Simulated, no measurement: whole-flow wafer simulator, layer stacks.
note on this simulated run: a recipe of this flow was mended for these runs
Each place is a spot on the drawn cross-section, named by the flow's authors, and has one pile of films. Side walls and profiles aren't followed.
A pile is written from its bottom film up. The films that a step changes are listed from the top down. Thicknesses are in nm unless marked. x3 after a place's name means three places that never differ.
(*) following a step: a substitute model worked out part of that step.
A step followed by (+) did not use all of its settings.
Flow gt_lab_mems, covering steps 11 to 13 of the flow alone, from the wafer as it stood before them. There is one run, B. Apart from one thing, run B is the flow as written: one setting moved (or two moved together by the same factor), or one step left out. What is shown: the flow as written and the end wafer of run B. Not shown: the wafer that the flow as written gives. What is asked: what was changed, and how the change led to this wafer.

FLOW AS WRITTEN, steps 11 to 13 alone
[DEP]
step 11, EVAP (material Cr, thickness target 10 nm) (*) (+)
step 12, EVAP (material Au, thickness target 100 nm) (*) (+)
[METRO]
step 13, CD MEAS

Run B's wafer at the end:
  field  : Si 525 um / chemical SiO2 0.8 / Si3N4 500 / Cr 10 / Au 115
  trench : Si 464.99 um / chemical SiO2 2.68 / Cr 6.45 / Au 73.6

Cause: step 12, EVAP: thickness target 115 nm was run, whereas the flow has thickness target 100 nm.
One can read it off the wafer: field has Au 115, and step 12 as written asks for 100 nm.

How this came from the change, step by step:
  step 12, EVAP (material Au, thickness target 100 nm) (*) (+)
      field: Au gains 115 (new film) (in the flow as written it would be: Au gains 100 (new film))
      trench: Au gains 73.6 (new film) (in the flow as written it would be: Au gains 64.1 (new film))
